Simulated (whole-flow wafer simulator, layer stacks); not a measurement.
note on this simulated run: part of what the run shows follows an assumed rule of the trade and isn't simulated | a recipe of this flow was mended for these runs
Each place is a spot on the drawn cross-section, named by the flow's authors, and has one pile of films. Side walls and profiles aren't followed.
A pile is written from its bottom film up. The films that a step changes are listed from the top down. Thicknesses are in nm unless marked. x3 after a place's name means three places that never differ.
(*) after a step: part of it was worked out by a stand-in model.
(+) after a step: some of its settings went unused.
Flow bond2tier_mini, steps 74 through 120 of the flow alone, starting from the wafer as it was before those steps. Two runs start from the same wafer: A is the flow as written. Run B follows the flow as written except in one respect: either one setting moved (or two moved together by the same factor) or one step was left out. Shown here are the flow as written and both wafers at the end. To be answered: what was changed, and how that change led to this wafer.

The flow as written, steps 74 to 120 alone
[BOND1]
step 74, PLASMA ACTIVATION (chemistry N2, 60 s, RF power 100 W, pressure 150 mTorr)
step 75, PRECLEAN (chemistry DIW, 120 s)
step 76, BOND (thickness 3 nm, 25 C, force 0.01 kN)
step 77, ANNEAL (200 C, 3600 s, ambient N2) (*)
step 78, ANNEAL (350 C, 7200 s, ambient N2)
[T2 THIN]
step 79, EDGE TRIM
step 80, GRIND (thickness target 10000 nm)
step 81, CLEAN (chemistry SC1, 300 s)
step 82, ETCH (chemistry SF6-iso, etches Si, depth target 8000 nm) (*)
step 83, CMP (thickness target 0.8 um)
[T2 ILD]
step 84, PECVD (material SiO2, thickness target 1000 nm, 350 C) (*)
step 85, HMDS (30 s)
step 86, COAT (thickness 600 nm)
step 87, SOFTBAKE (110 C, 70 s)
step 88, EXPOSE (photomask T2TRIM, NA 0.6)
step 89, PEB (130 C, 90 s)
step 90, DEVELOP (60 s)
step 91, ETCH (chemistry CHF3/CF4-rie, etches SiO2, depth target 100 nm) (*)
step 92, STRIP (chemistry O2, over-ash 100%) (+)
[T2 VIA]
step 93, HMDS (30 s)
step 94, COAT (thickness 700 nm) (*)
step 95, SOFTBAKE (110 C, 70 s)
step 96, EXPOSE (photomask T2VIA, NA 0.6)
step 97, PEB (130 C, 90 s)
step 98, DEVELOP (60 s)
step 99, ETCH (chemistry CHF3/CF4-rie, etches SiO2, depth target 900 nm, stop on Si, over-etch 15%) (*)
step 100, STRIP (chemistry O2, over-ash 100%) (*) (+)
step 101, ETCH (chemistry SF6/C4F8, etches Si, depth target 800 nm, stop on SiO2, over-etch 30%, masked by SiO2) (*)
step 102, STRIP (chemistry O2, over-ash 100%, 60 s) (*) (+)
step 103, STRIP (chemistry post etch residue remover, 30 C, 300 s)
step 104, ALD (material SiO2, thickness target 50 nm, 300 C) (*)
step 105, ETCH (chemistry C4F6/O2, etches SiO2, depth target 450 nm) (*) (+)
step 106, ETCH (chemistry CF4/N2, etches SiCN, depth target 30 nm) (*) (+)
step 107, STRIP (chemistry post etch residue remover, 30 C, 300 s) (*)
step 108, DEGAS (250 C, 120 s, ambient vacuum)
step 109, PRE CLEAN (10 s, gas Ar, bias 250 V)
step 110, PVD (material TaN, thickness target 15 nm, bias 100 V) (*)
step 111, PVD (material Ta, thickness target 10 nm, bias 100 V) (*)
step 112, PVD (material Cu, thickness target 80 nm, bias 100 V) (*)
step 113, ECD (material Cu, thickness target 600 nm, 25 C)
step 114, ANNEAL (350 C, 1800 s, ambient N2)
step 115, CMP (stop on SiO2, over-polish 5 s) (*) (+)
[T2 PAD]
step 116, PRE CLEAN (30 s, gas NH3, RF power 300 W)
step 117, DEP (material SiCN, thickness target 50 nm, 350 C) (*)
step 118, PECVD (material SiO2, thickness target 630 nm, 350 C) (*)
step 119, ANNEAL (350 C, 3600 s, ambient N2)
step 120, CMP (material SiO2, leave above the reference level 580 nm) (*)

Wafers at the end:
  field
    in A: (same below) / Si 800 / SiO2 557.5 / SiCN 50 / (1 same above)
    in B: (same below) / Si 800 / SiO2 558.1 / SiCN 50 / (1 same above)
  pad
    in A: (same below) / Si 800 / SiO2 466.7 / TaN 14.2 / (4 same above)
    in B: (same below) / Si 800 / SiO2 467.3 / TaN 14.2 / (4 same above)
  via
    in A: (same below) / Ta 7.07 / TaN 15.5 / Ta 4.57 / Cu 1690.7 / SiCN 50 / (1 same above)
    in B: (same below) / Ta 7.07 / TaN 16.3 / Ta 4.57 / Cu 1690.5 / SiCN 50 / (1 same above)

Cause: step 109, PRE CLEAN: 8 s was run, though the flow has 10 s.

The path from the change to this, step by step:
  step 109, PRE CLEAN (10 s, gas Ar, bias 250 V)
      field, pad: A SiO2 loses 3 | B SiO2 loses 2.4
      via: A TaN loses 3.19 | B TaN loses 2.42
